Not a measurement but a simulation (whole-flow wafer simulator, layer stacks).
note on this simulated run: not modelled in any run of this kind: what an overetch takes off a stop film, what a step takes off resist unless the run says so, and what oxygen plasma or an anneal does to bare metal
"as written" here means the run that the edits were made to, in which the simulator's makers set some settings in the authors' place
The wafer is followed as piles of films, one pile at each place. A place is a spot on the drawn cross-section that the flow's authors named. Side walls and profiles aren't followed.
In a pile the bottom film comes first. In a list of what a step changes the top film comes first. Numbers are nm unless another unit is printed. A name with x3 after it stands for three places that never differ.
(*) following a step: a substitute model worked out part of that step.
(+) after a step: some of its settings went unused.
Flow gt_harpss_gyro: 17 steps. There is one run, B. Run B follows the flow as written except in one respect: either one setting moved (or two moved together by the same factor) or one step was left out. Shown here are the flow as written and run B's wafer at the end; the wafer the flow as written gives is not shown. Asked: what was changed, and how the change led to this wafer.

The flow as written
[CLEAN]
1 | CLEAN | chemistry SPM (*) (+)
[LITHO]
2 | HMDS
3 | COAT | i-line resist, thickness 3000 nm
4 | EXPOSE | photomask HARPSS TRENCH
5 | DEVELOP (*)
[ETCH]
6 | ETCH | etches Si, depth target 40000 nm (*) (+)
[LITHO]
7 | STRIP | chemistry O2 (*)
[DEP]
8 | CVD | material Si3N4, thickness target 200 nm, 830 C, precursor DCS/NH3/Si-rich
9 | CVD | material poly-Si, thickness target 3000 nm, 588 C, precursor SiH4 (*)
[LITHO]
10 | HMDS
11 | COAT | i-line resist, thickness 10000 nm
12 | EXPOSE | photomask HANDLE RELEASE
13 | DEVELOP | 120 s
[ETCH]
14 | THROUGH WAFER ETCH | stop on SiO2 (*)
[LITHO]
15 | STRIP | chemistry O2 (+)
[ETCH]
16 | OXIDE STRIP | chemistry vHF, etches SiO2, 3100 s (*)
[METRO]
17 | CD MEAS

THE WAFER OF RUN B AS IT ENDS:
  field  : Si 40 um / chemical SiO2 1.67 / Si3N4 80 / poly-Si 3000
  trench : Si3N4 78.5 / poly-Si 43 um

What caused this: step 8, CVD: thickness target 80 nm was run, while the flow as written has thickness target 200 nm.
The wafer itself shows it: field has Si3N4 80, and step 8 as written asks for 200 nm.

How this came from the change, step by step:
  8 | CVD | material Si3N4, thickness target 200 nm, 830 C, precursor DCS/NH3/Si-rich
      field: +80 Si3N4 (new film) (as written it would have been: +200 Si3N4 (new film))
      trench: +78.5 Si3N4 (new film) (as written it would have been: +195.9 Si3N4 (new film))
  9 | CVD | material poly-Si, thickness target 3000 nm, 588 C, precursor SiH4 (*)
      trench: +43 um poly-Si (new film) (as written it would have been: +43.01 um poly-Si (new film))
